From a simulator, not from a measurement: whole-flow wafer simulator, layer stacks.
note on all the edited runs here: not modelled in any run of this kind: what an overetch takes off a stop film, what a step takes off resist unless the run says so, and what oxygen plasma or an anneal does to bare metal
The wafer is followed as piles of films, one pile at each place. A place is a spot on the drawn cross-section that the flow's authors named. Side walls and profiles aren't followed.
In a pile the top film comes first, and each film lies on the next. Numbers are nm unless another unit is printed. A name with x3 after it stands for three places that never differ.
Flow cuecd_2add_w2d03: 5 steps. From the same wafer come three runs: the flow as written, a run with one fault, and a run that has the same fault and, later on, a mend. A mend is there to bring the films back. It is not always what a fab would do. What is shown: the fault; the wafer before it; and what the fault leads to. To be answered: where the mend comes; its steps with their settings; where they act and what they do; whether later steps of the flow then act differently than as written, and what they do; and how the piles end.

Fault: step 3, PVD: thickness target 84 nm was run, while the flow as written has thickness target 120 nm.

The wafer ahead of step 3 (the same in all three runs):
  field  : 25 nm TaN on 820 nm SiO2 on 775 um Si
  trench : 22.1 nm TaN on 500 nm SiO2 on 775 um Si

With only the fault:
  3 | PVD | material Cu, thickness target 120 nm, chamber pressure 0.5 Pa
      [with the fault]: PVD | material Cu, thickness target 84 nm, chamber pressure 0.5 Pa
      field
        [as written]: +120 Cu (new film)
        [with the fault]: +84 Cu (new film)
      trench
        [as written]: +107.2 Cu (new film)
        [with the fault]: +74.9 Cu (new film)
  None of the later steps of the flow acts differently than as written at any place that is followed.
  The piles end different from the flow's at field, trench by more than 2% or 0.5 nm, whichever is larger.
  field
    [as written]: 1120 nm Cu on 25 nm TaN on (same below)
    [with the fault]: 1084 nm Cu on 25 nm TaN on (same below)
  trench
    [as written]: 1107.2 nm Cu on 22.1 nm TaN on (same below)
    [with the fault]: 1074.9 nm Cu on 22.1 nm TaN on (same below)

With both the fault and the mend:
  After step 3 comes the mend.
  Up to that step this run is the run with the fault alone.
  3a | PVD | material Cu, thickness target 36 nm, chamber pressure 0.5 Pa (the flow's step 3, run once more with other settings)
      field
        +36 Cu
      trench
        +31.8 Cu
  None of the later steps of the flow acts differently than as written at any place that is followed.
  At the end the piles are close to the flow's at the places that both follow, differing by at most 2% or 0.5 nm, whichever is larger.
